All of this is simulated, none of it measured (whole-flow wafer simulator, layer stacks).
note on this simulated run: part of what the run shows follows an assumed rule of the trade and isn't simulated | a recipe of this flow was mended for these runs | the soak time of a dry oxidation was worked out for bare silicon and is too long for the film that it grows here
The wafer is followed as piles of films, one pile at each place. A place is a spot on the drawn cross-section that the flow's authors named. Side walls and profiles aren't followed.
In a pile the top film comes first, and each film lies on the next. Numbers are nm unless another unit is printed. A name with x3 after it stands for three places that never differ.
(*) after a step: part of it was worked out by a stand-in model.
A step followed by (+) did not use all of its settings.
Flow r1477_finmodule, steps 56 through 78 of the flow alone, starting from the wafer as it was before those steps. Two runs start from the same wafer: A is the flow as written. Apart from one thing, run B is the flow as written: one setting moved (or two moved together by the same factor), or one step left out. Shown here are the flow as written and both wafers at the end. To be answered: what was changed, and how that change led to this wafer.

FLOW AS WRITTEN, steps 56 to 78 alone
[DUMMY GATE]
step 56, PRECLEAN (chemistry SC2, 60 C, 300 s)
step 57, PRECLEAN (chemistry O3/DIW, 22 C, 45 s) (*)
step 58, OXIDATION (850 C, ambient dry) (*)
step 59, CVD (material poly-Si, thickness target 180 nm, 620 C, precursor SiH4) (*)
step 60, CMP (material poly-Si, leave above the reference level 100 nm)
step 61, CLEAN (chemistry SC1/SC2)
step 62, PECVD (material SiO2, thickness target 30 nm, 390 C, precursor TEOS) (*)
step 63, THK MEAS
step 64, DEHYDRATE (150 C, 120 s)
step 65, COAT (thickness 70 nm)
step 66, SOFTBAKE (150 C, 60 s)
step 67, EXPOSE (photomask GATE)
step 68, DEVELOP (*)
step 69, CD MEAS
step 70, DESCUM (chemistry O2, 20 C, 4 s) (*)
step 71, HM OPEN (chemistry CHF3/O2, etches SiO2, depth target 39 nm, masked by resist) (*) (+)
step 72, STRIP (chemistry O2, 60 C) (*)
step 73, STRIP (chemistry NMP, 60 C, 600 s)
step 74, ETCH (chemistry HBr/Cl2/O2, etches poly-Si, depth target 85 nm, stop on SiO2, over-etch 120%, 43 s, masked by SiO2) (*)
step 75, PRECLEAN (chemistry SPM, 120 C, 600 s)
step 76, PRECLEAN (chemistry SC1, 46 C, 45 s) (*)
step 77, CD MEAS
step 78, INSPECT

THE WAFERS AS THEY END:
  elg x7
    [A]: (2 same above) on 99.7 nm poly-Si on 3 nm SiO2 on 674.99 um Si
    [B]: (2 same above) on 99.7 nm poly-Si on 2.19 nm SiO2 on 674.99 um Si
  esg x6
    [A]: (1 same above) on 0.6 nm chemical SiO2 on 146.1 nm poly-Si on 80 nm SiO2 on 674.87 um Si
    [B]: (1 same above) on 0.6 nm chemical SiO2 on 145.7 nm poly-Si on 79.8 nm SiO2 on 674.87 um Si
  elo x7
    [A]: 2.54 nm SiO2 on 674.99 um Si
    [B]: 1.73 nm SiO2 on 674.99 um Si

The reason: step 58, OXIDATION: 827 C was run, whereas the flow has 850 C.

How this came from the change, step by step:
  step 58, OXIDATION (850 C, ambient dry) (*)
      elg x7, elo x7: A SiO2 gains 3 (new film), chemical SiO2 loses 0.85 (all of it), Si loses 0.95 | B SiO2 gains 2.19 (new film), chemical SiO2 loses 0.85 (all of it), Si loses 0.59
